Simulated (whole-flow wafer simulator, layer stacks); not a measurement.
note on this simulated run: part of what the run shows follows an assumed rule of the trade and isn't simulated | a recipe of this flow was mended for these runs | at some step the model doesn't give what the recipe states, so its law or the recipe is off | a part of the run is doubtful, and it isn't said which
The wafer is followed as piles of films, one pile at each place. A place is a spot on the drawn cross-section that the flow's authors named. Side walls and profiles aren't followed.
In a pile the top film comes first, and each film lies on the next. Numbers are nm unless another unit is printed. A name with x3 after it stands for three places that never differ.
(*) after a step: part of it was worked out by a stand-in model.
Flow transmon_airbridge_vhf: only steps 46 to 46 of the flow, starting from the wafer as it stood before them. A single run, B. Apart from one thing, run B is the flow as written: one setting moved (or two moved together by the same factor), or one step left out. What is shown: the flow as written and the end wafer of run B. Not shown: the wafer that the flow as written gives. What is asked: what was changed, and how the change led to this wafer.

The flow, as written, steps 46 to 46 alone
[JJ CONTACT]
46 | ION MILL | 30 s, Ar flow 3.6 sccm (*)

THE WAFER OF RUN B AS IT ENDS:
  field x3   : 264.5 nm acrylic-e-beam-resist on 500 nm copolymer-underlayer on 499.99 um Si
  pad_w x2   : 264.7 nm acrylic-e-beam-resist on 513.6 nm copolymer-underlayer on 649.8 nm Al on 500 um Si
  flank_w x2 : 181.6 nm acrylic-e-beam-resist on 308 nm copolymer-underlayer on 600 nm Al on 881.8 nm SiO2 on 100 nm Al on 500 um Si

What caused this: step 46, ION MILL: 37.2 s was run, while the flow as written has 30 s.

The path from the change to this, step by step:
  46 | ION MILL | 30 s, Ar flow 3.6 sccm (*)
      field x3, ground_far x3, pad_w x2, flank_w x2, gap_w x2, cpw_trace, margin_s x2, bridge_strip: acrylic-e-beam-resist loses 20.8 (in the flow as written it would be: acrylic-e-beam-resist loses 16.8)
      jj_line: Si loses 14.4 (in the flow as written it would be: Si loses 11.6)
